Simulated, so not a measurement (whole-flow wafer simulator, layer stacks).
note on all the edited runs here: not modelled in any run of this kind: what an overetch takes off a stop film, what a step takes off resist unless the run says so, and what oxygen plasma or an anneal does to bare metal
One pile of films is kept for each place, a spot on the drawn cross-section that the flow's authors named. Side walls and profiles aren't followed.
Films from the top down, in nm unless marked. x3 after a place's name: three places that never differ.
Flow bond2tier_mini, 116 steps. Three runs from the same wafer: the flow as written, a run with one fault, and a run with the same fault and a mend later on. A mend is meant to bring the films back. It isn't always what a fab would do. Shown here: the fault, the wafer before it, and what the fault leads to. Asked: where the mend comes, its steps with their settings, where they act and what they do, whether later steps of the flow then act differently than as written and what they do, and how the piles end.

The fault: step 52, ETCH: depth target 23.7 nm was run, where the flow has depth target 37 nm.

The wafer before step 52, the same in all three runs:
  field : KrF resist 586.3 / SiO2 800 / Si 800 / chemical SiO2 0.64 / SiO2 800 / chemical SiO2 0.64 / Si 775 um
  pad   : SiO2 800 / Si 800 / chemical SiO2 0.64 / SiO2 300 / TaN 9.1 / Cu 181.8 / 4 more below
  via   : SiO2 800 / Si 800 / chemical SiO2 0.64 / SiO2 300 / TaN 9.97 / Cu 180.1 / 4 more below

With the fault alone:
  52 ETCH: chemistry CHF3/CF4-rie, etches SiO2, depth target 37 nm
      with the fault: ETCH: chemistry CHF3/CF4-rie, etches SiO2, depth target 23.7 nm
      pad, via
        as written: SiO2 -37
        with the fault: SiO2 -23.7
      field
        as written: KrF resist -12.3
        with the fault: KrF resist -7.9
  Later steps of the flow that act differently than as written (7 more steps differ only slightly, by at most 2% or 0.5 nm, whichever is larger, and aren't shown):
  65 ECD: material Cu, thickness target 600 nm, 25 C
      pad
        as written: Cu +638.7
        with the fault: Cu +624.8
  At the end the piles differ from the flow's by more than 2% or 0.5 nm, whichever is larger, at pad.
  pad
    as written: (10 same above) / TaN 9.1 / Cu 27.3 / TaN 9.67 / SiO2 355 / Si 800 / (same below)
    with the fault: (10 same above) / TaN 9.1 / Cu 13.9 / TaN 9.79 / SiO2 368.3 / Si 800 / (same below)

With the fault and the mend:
  The mend comes after step 52.
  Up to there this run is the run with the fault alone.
  52a ETCH: chemistry CHF3/CF4-rie, etches SiO2, depth target 13.3 nm (the flow's step 52 once more, with other settings)
      pad, via
        SiO2 -13.3
      field
        KrF resist -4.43
  No later step of the flow acts differently than as written at any place that is followed.
  At the end the piles are the same as the flow's at every place that both follow.
